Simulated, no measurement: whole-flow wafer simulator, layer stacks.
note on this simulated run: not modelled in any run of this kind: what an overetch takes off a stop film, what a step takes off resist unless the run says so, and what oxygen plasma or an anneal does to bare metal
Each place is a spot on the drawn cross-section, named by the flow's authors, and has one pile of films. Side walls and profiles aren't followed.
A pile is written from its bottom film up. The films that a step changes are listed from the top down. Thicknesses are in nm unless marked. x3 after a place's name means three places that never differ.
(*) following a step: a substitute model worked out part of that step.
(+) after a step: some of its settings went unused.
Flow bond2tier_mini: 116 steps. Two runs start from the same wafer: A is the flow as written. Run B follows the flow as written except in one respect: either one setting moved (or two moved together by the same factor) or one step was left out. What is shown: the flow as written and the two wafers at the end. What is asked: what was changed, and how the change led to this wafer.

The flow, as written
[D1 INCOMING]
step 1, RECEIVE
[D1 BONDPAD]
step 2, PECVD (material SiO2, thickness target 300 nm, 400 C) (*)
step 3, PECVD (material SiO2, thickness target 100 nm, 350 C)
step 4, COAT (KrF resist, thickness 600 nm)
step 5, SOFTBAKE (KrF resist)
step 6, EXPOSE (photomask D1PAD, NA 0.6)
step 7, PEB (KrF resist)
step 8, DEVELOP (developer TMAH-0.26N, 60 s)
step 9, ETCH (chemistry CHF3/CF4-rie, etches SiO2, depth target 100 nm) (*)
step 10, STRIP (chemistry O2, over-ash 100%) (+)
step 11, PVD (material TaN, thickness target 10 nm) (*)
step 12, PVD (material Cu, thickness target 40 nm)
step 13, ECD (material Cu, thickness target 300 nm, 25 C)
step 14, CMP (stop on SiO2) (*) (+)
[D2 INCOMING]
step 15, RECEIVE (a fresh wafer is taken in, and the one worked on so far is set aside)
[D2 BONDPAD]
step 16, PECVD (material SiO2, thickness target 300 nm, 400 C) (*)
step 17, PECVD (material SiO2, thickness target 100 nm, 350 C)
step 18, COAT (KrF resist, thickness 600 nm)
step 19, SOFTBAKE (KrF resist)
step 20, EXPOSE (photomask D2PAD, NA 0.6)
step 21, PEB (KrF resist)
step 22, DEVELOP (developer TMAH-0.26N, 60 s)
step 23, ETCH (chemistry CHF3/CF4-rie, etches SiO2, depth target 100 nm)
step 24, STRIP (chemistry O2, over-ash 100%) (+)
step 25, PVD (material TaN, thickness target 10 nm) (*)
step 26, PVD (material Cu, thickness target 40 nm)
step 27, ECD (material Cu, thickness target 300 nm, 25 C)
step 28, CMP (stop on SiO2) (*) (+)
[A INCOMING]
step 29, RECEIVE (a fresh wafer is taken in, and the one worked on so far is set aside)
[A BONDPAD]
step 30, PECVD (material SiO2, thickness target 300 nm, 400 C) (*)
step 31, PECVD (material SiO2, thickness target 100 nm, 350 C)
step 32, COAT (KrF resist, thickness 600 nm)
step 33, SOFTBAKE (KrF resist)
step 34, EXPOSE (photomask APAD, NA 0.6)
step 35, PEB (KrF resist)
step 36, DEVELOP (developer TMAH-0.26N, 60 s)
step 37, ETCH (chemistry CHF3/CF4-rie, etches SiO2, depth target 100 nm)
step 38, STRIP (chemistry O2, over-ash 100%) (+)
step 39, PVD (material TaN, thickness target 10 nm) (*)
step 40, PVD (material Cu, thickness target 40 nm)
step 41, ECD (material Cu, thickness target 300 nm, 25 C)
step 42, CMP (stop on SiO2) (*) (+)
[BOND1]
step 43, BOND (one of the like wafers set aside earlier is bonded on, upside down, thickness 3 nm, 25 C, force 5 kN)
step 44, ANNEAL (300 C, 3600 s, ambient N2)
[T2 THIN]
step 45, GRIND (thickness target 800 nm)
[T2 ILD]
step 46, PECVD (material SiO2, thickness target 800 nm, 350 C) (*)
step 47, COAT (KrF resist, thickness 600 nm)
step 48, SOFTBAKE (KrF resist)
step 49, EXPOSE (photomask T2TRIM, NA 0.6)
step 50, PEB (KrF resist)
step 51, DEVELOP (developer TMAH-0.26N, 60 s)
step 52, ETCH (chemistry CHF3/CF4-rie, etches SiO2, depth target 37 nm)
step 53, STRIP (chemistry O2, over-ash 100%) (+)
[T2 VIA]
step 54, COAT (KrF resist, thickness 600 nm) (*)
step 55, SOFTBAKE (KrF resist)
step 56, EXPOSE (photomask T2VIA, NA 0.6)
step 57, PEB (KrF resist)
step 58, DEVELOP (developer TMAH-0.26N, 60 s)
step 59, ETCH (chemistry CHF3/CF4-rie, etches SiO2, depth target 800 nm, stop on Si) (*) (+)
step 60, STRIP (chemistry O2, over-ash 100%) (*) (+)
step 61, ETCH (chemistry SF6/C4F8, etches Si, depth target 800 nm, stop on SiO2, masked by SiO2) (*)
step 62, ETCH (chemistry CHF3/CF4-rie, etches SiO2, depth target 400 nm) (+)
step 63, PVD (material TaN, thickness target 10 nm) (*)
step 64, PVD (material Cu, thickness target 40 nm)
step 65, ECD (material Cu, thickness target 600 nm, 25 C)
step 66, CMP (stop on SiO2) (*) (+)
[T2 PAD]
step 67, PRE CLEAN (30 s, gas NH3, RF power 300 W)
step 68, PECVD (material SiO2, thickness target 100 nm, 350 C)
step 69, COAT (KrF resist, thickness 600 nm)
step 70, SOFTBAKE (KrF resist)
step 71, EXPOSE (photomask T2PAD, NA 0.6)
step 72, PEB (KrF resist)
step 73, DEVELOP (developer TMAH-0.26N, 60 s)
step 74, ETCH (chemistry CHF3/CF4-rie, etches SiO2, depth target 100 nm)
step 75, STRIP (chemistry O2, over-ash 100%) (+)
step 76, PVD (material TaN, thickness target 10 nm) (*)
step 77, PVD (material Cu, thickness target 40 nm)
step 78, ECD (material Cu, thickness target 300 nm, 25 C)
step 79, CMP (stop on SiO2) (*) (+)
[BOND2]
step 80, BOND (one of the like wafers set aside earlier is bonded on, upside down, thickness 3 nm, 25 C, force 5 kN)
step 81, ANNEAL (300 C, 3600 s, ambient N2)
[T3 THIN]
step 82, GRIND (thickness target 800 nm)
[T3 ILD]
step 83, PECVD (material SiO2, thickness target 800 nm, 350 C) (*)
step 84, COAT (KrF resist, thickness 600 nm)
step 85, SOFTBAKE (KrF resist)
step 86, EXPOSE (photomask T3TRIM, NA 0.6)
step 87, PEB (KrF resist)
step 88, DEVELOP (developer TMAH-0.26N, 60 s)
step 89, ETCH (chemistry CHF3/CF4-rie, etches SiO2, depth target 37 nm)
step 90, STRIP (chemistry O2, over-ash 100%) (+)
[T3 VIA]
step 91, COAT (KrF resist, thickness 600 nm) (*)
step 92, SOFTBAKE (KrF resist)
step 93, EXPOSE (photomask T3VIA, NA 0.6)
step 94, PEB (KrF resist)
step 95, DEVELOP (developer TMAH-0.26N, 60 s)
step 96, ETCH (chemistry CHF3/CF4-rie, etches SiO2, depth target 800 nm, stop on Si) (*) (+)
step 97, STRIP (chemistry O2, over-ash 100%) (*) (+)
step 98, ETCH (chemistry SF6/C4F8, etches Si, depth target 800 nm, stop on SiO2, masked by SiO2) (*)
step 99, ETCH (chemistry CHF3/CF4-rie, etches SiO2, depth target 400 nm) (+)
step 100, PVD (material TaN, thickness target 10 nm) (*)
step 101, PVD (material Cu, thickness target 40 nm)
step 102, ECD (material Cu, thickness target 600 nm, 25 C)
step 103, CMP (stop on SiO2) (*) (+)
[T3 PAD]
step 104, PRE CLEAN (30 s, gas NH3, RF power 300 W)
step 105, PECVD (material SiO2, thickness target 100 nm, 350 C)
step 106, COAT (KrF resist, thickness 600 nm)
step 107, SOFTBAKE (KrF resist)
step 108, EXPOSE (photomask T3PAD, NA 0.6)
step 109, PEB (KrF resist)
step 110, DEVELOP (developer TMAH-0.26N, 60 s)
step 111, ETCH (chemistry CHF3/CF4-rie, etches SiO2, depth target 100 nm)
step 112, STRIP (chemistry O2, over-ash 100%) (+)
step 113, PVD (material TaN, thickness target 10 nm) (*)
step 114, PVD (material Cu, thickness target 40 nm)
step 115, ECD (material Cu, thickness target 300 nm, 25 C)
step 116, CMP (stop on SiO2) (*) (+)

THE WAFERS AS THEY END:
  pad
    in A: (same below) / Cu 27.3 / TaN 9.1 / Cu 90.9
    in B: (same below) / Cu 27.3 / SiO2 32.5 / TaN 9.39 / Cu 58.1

The reason: step 111, ETCH: depth target 67.5 nm was run, though the flow has depth target 100 nm.

The path from the change to this, step by step:
  step 111, ETCH (chemistry CHF3/CF4-rie, etches SiO2, depth target 100 nm)
      pad: A SiO2 loses 100 (all of it) | B SiO2 loses 67.5
      field: A KrF resist loses 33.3 | B KrF resist loses 22.5
  step 114, PVD (material Cu, thickness target 40 nm)
      pad: A Cu gains 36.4 (new film) | B Cu gains 37.6 (new film)
  step 115, ECD (material Cu, thickness target 300 nm, 25 C)
      pad: A Cu gains 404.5 | B Cu gains 370.6
Taking metal films that touch as one body, pad has 4 bodies (between them, from the top down: SiO2 32.5; SiO2 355 / Si 800 / chemical SiO2 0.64 / SiO2 300; SiO2 355 / Si 800 / chemical SiO2 0.64 / SiO2 300); the flow as written gives 3 bodies (between them, from the top down: SiO2 355 / Si 800 / chemical SiO2 0.64 / SiO2 300; SiO2 355 / Si 800 / chemical SiO2 0.64 / SiO2 300).
